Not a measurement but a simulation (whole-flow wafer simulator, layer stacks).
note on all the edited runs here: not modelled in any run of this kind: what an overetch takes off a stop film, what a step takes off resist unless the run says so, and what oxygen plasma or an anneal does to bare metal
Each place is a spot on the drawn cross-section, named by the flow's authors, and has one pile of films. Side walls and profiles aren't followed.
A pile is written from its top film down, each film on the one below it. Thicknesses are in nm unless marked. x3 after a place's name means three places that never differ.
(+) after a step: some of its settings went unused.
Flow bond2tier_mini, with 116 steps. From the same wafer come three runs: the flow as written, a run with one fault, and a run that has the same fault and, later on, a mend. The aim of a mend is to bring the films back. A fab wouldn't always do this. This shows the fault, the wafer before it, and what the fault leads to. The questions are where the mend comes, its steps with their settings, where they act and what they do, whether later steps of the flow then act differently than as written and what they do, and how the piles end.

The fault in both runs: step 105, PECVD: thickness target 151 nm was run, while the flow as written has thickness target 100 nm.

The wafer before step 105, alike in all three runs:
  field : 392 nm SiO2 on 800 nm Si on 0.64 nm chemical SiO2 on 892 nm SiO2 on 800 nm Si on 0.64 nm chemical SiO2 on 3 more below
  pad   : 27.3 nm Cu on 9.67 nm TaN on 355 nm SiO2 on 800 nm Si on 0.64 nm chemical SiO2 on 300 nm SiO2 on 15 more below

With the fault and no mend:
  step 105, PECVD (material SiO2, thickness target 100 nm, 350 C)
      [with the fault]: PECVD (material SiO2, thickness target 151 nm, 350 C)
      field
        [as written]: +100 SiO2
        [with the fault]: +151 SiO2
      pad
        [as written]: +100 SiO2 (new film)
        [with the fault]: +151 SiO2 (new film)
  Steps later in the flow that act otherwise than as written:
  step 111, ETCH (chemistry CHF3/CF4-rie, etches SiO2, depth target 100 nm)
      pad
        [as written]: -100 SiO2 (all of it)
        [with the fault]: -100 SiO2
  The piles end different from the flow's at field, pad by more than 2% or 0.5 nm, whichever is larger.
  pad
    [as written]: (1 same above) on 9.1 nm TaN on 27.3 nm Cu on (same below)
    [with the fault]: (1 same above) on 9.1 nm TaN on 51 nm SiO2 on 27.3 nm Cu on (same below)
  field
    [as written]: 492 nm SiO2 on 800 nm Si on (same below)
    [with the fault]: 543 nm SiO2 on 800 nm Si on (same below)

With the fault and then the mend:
  After step 110 comes the mend.
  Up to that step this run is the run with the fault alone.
  step 110a, STRIP (chemistry O2, over-ash 100%) (+)
      field
        -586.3 KrF resist (all of it)
  step 110b, ETCH (chemistry CHF3/CF4-rie, etches SiO2, depth target 51 nm) (the flow's step 62 again, with other settings)
      field, pad
        -51 SiO2
  step 110c, COAT (KrF resist, thickness 600 nm) (the flow's step 106 again)
      field, pad
        +600 KrF resist (new film)
  step 110d, SOFTBAKE (KrF resist) (the flow's step 107 again)
      does not change any film at any place that is followed
  step 110e, EXPOSE (photomask T3PAD, NA 0.6) (the flow's step 108 again)
      does not change any film at any place that is followed
  step 110f, PEB (KrF resist) (the flow's step 109 again)
      does not change any film at any place that is followed
  step 110g, DEVELOP (developer TMAH-0.26N, 60 s) (the flow's step 110 again)
      field
        -13.7 KrF resist
      pad
        -600 KrF resist (all of it)
  None of the later steps of the flow acts differently than as written at any place that is followed.
  At every place that both follow, the piles at the end match the flow's.
